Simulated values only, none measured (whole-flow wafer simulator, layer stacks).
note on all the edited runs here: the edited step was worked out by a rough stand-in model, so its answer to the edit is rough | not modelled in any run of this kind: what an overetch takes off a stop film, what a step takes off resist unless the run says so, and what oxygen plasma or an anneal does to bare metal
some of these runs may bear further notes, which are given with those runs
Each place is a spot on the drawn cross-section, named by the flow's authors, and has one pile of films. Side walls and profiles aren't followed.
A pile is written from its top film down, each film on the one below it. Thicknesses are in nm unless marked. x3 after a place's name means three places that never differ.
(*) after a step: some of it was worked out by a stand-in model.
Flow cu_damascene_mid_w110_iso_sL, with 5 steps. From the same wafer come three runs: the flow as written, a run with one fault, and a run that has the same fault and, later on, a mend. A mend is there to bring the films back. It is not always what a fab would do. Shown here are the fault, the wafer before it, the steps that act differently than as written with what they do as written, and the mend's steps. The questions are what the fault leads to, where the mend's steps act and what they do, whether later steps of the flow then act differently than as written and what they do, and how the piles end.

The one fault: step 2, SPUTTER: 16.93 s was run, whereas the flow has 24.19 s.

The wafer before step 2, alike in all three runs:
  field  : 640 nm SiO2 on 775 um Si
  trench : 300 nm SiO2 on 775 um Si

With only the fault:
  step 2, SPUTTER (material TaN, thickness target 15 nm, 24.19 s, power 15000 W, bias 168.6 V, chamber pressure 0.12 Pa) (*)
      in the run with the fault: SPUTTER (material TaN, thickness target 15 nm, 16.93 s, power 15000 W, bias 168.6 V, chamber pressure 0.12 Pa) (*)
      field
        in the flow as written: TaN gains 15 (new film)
        in the run with the fault: TaN gains 10.5 (new film)
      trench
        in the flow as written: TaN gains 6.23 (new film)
        in the run with the fault: TaN gains 4.36 (new film)
  Every later step of the flow that is run acts as written, at every place that is followed, to within 2% or 0.5 nm, whichever is larger.
  By the end, the piles at field, trench depart from the flow's by more than 2% or 0.5 nm, whichever is larger.
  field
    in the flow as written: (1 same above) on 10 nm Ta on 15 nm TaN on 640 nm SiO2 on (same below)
    in the run with the fault: (1 same above) on 10 nm Ta on 10.5 nm TaN on 640 nm SiO2 on (same below)
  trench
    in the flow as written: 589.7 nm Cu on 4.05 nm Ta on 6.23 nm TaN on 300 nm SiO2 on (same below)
    in the run with the fault: 587 nm Cu on 4.1 nm Ta on 4.36 nm TaN on 300 nm SiO2 on (same below)

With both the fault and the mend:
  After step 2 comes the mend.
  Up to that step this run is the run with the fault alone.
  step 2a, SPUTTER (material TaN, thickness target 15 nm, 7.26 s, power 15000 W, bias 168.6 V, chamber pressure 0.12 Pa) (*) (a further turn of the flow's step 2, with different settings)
      field
        TaN gains 4.5
      trench
        TaN gains 1.8
  Every later step of the flow that is run acts as written, at every place that is followed, to within 2% or 0.5 nm, whichever is larger.
  The piles end only slightly different from the flow's at the places that both follow, by no more than 2% or 0.5 nm, whichever is larger.
